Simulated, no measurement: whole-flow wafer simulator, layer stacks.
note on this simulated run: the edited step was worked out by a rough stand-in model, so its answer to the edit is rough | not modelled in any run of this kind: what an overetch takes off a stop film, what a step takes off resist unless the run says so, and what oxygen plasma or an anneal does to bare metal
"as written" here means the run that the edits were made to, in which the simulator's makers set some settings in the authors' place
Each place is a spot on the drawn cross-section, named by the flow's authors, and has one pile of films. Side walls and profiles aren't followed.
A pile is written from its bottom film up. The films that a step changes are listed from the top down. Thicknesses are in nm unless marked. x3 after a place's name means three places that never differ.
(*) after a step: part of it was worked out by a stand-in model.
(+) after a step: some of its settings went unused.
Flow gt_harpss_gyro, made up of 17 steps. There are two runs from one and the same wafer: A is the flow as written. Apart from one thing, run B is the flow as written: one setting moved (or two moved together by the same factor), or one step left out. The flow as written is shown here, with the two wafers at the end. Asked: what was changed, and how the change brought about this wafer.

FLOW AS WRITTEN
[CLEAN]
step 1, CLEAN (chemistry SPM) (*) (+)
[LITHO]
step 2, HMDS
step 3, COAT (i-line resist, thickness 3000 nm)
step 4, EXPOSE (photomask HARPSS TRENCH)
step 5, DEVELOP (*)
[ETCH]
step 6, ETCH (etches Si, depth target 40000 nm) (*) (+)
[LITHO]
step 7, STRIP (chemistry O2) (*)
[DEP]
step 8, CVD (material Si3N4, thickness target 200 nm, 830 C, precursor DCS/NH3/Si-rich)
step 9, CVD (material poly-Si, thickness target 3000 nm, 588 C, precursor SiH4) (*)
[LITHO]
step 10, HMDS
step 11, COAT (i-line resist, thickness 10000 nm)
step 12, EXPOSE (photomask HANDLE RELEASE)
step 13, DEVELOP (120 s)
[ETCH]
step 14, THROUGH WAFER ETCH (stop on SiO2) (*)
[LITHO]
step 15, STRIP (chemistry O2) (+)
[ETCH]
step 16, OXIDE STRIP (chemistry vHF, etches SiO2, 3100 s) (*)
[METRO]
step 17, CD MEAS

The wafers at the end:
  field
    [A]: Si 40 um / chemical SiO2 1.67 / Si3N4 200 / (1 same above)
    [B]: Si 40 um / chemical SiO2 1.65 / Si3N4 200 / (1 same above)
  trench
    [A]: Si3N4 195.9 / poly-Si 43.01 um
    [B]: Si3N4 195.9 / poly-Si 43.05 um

The reason: step 6, ETCH: depth target 47000 nm was run, whereas the flow has depth target 40000 nm.

The path from the change to this, step by step:
  step 6, ETCH (etches Si, depth target 40000 nm) (*) (+)
      trench: A chemical SiO2 loses 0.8 (all of it), Si loses 40 um (all of it) | B chemical SiO2 loses 0.8 (all of it), Si loses 40 um (all of it), SiO2 loses 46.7
      field: A i-line resist loses 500 | B i-line resist loses 587.5
  step 7, STRIP (chemistry O2) (*)
      field: A i-line resist loses 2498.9 (all of it), chemical SiO2 gains 0.87, Si loses 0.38 | B i-line resist loses 2411.4 (all of it), chemical SiO2 gains 0.85, Si loses 0.38
  step 9, CVD (material poly-Si, thickness target 3000 nm, 588 C, precursor SiH4) (*)
      trench: A poly-Si gains 43.01 um (new film) | B poly-Si gains 43.05 um (new film)
  step 16, OXIDE STRIP (chemistry vHF, etches SiO2, 3100 s) (*)
      trench: A under 2 films: SiO2 loses 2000 (all of it) | B under 2 films: SiO2 loses 1953.3 (all of it)
